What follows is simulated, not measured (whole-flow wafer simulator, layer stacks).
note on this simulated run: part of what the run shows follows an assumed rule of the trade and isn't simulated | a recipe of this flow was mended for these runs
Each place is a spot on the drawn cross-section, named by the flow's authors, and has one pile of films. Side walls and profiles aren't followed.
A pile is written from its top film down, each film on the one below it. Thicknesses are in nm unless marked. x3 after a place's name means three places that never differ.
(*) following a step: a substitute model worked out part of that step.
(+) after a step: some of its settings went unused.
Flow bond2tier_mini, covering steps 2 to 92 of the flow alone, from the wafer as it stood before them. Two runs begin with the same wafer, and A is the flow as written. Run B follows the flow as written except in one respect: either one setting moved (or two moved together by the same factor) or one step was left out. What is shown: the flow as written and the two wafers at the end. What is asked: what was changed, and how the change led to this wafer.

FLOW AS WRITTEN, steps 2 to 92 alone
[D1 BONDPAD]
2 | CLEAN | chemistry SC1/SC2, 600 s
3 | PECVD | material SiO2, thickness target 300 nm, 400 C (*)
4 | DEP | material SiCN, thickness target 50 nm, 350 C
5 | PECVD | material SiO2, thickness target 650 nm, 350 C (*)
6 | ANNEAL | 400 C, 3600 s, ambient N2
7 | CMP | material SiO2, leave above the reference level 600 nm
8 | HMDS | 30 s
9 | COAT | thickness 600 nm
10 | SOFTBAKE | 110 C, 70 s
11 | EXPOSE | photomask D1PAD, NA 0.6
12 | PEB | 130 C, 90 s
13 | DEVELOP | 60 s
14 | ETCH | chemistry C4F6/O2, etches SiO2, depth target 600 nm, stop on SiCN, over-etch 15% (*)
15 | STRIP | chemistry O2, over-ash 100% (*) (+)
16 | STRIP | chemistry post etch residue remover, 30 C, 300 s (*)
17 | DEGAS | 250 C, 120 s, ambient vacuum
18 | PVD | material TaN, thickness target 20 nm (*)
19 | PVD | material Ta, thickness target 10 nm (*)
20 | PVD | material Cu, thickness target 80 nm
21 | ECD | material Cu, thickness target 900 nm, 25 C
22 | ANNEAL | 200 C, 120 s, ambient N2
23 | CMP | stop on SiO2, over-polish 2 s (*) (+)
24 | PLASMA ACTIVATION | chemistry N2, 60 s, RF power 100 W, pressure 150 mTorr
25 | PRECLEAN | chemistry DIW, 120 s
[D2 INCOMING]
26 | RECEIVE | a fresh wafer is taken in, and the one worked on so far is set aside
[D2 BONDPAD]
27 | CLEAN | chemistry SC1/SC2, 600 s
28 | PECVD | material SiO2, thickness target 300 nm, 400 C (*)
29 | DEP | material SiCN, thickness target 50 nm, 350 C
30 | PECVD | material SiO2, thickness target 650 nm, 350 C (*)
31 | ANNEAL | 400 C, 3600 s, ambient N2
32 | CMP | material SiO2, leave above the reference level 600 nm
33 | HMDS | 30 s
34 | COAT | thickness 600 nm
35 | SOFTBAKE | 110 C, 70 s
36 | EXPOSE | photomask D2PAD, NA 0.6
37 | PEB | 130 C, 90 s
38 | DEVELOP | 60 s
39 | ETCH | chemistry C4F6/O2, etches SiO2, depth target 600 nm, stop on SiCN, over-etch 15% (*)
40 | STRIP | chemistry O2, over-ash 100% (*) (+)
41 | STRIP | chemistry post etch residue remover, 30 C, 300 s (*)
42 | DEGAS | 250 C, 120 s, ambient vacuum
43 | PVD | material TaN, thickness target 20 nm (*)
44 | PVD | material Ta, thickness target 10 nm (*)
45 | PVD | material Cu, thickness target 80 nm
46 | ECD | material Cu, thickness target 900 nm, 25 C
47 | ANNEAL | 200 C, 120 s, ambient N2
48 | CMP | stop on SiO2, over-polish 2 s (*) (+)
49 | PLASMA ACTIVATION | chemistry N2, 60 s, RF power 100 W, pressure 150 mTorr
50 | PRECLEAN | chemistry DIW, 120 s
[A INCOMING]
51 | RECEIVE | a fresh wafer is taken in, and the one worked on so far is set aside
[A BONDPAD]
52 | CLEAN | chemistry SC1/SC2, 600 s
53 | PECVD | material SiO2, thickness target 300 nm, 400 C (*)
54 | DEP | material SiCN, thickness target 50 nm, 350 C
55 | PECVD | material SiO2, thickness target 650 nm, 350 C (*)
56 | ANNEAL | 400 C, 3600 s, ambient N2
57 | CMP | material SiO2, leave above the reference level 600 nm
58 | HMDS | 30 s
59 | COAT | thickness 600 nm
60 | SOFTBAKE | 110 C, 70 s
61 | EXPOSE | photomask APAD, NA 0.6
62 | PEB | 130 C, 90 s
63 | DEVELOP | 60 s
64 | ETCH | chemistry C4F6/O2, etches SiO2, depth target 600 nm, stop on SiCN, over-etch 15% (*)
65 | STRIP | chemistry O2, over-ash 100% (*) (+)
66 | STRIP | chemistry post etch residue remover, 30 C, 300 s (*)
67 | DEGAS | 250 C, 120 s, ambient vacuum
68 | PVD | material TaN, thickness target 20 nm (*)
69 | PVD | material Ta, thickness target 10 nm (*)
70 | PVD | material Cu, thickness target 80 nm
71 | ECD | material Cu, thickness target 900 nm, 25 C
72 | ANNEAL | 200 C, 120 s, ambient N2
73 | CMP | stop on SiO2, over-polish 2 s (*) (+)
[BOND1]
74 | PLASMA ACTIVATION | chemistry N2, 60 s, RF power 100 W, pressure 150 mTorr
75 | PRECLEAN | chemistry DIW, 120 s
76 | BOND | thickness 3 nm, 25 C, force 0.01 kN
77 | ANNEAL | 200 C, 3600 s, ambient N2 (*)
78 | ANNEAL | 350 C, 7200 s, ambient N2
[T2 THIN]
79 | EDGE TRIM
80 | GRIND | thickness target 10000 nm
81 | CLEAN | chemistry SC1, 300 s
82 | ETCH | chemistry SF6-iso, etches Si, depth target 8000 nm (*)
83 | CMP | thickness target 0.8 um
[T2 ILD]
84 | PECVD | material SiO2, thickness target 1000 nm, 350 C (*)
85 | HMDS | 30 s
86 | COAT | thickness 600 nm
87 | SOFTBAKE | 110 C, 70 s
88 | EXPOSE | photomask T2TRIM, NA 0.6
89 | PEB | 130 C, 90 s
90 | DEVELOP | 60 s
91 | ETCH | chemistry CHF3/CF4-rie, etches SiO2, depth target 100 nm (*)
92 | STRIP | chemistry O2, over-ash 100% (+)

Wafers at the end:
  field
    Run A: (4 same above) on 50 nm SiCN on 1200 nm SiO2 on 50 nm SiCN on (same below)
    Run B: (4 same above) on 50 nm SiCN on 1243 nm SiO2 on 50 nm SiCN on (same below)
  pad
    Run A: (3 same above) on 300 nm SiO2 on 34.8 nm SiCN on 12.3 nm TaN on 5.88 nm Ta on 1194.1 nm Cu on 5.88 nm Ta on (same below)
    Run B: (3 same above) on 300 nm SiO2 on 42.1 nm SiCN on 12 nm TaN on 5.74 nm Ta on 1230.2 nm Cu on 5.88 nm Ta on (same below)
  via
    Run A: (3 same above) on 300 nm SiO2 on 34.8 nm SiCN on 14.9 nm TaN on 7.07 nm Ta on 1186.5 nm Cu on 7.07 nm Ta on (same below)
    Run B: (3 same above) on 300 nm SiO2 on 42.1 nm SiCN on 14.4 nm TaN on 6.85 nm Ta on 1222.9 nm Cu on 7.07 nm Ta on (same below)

Cause: step 7, CMP: leave above the reference level 643 nm was run, while the flow as written has leave above the reference level 600 nm; step 9, COAT: thickness 643 nm was run, where the flow has thickness 600 nm.

Step by step, how the change led to this:
  7 | CMP | material SiO2, leave above the reference level 600 nm
      field, pad, via: A SiO2 loses 50 | B SiO2 loses 7
  9 | COAT | thickness 600 nm
      field, pad, via: A thick-KrF-resist gains 600 (new film) | B thick-KrF-resist gains 643 (new film)
  12 | PEB | 130 C, 90 s
      field, pad, via: A thick-KrF-resist loses 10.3 | B thick-KrF-resist loses 11.2
  13 | DEVELOP | 60 s
      pad, via: A thick-KrF-resist loses 589.7 (all of it) | B thick-KrF-resist loses 631.8 (all of it)
  14 | ETCH | chemistry C4F6/O2, etches SiO2, depth target 600 nm, stop on SiCN, over-etch 15% (*)
      pad, via: A SiO2 loses 600 (all of it), SiCN loses 15.2 | B SiO2 loses 643 (all of it), SiCN loses 7.93
  15 | STRIP | chemistry O2, over-ash 100% (*) (+)
      field: A thick-KrF-resist loses 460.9 (all of it) | B thick-KrF-resist loses 503.1 (all of it)
  20 | PVD | material Cu, thickness target 80 nm
      pad: A Cu gains 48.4 (new film) | B Cu gains 47.3 (new film)
      via: A Cu gains 59 (new film) | B Cu gains 57.3 (new film)
  21 | ECD | material Cu, thickness target 900 nm, 25 C
      pad: A Cu gains 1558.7 | B Cu gains 1596
      via: A Cu gains 1544.3 | B Cu gains 1582.4
  76 | BOND | thickness 3 nm, 25 C, force 0.01 kN
      field: A Si gains 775 um (new film), chemical SiO2 gains 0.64 (new film), SiO2 gains 300 (new film), SiCN gains 50 (new film), SiO2 gains 600 | B Si gains 775 um (new film), chemical SiO2 gains 0.64 (new film), SiO2 gains 300 (new film), SiCN gains 50 (new film), SiO2 gains 643
      pad: A Si gains 775 um (new film), chemical SiO2 gains 0.64 (new film), SiO2 gains 300 (new film), SiCN gains 34.8 (new film), TaN gains 12.3 (new film), Ta gains 5.88 (new film), Cu gains 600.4 | B Si gains 775 um (new film), chemical SiO2 gains 0.64 (new film), SiO2 gains 300 (new film), SiCN gains 42.1 (new film), TaN gains 12 (new film), Ta gains 5.74 (new film), Cu gains 636.5
      (and at 1 other place as well)
